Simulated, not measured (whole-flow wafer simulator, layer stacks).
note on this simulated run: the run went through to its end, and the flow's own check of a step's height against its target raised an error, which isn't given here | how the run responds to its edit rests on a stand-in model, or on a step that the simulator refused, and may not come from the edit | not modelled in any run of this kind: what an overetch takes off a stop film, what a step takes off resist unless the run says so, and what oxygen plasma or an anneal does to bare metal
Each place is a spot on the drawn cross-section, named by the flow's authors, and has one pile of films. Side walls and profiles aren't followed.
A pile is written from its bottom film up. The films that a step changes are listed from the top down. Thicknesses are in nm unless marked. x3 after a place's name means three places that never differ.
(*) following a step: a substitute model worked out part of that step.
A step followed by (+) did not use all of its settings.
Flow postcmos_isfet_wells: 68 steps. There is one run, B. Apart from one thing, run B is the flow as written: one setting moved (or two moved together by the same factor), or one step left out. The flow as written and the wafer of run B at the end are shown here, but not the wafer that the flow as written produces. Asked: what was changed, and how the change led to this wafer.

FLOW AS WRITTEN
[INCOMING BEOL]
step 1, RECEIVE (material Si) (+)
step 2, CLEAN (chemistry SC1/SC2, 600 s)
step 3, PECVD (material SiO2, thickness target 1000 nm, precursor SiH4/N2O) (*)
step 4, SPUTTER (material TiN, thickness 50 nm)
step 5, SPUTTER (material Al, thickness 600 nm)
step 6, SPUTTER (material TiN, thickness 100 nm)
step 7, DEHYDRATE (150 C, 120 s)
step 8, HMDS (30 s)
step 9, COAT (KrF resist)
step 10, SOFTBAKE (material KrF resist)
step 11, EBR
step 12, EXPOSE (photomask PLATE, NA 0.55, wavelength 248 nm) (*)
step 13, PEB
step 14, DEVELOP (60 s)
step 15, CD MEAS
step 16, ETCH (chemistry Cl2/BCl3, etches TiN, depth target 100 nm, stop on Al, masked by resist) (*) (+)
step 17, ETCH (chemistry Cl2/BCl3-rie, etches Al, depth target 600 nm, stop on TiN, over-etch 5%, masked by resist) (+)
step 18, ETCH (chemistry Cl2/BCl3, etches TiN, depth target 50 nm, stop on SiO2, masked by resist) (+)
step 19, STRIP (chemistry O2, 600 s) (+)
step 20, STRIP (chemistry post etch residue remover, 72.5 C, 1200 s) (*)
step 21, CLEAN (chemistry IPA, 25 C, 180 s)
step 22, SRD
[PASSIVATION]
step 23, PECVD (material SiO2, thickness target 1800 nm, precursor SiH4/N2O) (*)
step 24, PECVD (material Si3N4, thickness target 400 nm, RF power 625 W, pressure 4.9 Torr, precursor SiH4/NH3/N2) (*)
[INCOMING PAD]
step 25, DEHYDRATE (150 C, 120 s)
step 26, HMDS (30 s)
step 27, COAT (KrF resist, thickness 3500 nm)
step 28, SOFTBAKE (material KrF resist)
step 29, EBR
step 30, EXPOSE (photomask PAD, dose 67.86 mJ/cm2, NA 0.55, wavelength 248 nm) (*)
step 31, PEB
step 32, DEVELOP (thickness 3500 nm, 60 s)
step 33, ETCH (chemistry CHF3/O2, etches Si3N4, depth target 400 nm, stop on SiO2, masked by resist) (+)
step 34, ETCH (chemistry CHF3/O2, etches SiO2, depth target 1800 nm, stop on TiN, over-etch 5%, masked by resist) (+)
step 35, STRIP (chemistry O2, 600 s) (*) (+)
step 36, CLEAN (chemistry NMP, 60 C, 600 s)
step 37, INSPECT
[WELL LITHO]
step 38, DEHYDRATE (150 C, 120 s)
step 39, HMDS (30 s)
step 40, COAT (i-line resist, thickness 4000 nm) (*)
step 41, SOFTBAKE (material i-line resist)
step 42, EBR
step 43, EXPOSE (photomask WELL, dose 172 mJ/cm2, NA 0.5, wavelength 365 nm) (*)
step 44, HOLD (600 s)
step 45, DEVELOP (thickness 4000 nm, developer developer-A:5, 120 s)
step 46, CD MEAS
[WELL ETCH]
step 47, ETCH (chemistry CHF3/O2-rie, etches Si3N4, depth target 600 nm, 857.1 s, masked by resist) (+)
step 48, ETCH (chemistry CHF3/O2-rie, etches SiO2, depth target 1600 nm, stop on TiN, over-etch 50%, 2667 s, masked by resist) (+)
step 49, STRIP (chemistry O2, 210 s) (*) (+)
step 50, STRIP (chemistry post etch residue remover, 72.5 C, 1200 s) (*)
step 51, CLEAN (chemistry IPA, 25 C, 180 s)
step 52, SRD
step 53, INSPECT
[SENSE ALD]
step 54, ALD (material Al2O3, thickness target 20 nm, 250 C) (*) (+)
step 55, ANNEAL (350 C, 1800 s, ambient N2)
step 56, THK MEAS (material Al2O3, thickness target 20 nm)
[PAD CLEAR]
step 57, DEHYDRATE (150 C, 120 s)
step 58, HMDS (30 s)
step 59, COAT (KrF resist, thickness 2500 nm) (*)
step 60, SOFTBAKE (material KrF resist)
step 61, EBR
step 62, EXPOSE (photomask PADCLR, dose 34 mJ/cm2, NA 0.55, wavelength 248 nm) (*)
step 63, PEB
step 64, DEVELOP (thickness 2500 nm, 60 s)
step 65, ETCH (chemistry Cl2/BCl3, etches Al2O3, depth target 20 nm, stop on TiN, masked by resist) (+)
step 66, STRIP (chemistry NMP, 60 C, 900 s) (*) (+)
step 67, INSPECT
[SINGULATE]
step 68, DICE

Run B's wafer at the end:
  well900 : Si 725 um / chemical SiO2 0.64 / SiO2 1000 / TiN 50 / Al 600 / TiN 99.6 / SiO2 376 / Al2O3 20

What caused this: step 48, ETCH: depth target 816 nm was run, whereas the flow has depth target 1600 nm; step 48, ETCH: 1360 s was run, where the flow has 2667 s.

How this came from the change, step by step:
  step 48, ETCH (chemistry CHF3/O2-rie, etches SiO2, depth target 1600 nm, stop on TiN, over-etch 50%, 2667 s, masked by resist) (+)
      well900, well1300 x3: SiO2 loses 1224 (as written it would have been: SiO2 loses 1600 (all of it))
      field, margin, pad_rim, pad_clr, pad_open: i-line resist loses 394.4 (as written it would have been: i-line resist loses 773.3)
  step 49, STRIP (chemistry O2, 210 s) (*) (+)
      field, margin, pad_rim: i-line resist loses 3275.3 (all of it) (as written it would have been: i-line resist loses 2896.3 (all of it))
      pad_clr: i-line resist loses 2375.4 (all of it) (as written it would have been: i-line resist loses 1996.5 (all of it))
      (and at 1 other place as well)
  step 59, COAT (KrF resist, thickness 2500 nm) (*)
      field: KrF resist gains 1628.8 (new film) (as written it would have been: KrF resist gains 1449 (new film))
      margin: KrF resist gains 1628.7 (new film) (as written it would have been: KrF resist gains 1448.9 (new film))
  step 63, PEB
      field, margin: KrF resist loses 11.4 (as written it would have been: KrF resist loses 10.1)
  step 66, STRIP (chemistry NMP, 60 C, 900 s) (*) (+)
      field: KrF resist loses 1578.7 (all of it) (as written it would have been: KrF resist loses 1400.1 (all of it))
      margin: KrF resist loses 1578.6 (all of it) (as written it would have been: KrF resist loses 1400.1 (all of it))
